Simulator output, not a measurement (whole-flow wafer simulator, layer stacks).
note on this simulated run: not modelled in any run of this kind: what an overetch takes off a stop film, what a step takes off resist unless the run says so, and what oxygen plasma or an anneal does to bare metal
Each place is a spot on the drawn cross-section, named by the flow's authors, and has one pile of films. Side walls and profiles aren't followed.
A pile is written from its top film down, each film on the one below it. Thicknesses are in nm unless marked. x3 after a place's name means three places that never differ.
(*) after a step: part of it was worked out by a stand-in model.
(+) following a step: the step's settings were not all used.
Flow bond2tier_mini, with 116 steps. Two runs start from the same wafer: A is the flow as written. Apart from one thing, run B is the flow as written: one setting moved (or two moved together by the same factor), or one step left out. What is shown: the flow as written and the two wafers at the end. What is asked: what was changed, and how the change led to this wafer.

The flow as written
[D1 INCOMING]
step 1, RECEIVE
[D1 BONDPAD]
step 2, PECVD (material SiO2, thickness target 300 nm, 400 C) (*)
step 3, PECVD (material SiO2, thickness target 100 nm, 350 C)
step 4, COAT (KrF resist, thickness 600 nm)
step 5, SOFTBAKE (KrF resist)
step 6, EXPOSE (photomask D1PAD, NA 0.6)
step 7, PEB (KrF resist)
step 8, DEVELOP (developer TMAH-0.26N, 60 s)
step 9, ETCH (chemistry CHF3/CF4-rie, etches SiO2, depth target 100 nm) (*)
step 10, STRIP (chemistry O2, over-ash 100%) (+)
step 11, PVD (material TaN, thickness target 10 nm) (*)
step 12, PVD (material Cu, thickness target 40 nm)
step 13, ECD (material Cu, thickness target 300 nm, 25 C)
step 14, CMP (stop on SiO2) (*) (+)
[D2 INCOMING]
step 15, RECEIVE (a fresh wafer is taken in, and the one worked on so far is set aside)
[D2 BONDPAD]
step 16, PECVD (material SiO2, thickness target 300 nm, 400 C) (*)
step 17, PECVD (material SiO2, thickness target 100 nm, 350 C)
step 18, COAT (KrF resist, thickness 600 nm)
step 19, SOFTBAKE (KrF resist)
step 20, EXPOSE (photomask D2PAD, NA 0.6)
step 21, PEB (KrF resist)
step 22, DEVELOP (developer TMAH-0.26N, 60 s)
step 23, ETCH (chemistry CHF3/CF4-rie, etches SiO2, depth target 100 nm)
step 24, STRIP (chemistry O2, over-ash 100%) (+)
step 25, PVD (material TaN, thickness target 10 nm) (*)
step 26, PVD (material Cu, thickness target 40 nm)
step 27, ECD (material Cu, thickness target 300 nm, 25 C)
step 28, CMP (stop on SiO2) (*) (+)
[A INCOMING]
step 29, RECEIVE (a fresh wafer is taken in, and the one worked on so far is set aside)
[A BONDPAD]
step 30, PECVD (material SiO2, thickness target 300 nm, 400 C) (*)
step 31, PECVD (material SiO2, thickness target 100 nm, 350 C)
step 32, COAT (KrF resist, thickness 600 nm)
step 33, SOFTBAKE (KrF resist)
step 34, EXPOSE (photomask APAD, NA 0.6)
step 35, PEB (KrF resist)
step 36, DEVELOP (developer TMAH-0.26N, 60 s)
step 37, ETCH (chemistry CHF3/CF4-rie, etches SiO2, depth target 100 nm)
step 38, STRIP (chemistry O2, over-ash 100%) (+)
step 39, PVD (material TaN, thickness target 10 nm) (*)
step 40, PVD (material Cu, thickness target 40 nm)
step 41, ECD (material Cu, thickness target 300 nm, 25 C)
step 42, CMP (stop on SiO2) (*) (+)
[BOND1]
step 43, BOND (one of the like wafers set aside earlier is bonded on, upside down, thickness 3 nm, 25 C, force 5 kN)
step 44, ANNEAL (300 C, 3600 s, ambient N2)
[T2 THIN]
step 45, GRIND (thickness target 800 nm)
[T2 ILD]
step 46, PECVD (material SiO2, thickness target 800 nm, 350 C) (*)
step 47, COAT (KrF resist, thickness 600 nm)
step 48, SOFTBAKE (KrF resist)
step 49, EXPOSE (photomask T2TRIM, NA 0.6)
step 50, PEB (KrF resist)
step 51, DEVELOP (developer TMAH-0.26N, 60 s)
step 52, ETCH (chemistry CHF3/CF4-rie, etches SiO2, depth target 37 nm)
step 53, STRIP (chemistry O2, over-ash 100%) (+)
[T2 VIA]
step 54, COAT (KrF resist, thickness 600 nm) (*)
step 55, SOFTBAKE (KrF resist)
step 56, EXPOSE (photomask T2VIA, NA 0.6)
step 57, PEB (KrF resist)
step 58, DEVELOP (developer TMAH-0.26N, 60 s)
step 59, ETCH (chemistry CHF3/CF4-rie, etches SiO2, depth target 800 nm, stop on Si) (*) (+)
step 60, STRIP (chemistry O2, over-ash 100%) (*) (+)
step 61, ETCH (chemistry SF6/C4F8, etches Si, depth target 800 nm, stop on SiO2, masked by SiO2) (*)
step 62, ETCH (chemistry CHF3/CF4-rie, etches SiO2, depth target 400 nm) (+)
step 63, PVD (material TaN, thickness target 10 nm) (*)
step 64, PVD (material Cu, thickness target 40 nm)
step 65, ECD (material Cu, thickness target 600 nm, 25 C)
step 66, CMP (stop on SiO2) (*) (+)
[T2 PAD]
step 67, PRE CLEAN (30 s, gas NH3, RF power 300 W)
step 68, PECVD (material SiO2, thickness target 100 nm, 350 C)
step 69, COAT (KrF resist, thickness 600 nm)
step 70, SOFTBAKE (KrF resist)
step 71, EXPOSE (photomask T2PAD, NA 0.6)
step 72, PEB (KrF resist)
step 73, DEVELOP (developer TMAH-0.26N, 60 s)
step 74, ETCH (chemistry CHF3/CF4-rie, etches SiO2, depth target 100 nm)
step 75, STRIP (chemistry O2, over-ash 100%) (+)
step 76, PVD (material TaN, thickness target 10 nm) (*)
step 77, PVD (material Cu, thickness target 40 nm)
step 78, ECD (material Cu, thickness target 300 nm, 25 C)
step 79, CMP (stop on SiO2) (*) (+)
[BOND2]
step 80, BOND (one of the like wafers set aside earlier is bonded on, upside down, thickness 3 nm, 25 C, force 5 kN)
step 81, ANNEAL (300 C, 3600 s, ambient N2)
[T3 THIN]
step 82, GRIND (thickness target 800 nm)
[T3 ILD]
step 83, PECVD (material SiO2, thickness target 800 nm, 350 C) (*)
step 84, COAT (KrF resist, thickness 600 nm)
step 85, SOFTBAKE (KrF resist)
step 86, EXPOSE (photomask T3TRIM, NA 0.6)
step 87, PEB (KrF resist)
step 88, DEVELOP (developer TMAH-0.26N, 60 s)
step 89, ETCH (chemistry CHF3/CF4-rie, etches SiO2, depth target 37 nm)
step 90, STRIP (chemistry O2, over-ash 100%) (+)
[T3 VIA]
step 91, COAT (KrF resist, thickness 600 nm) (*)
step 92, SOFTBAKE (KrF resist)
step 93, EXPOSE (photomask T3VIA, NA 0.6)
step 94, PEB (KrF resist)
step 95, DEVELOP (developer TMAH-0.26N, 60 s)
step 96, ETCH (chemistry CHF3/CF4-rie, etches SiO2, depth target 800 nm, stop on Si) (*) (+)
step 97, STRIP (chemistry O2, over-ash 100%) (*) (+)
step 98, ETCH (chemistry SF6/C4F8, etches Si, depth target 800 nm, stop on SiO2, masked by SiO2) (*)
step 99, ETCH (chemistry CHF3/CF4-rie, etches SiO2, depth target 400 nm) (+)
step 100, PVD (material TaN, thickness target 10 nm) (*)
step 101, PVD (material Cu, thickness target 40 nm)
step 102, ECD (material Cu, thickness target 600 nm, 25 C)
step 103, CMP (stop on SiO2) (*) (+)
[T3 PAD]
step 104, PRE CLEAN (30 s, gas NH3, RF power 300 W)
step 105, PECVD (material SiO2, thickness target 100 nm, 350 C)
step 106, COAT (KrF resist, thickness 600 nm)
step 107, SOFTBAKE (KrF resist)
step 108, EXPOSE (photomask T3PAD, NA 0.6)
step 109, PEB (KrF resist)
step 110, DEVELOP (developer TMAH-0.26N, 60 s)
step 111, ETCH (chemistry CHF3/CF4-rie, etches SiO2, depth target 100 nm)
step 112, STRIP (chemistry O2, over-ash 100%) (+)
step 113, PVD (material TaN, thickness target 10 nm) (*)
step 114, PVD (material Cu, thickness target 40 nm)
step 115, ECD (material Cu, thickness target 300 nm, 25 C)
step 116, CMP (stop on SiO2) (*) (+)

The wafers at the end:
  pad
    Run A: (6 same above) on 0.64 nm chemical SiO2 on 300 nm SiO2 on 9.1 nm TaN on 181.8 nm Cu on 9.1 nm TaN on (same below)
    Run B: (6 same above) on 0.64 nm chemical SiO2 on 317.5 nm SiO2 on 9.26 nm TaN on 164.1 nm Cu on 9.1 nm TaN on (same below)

The reason: step 23, ETCH: depth target 82.5 nm was run, though the flow has depth target 100 nm.

The path from the change to this, step by step:
  step 23, ETCH (chemistry CHF3/CF4-rie, etches SiO2, depth target 100 nm)
      pad, via: A SiO2 loses 100 | B SiO2 loses 82.5
      field: A KrF resist loses 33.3 | B KrF resist loses 27.5
  step 27, ECD (material Cu, thickness target 300 nm, 25 C)
      pad: A Cu gains 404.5 | B Cu gains 386.2
      via: A Cu gains 400.2 | B Cu gains 382.6
  step 80, BOND (one of the like wafers set aside earlier is bonded on, upside down, thickness 3 nm, 25 C, force 5 kN)
      pad: A Si gains 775 um (new film), chemical SiO2 gains 0.64 (new film), SiO2 gains 300 (new film), TaN gains 9.1 (new film), Cu gains 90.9 | B Si gains 775 um (new film), chemical SiO2 gains 0.64 (new film), SiO2 gains 317.5 (new film), TaN gains 9.26 (new film), Cu gains 73.2
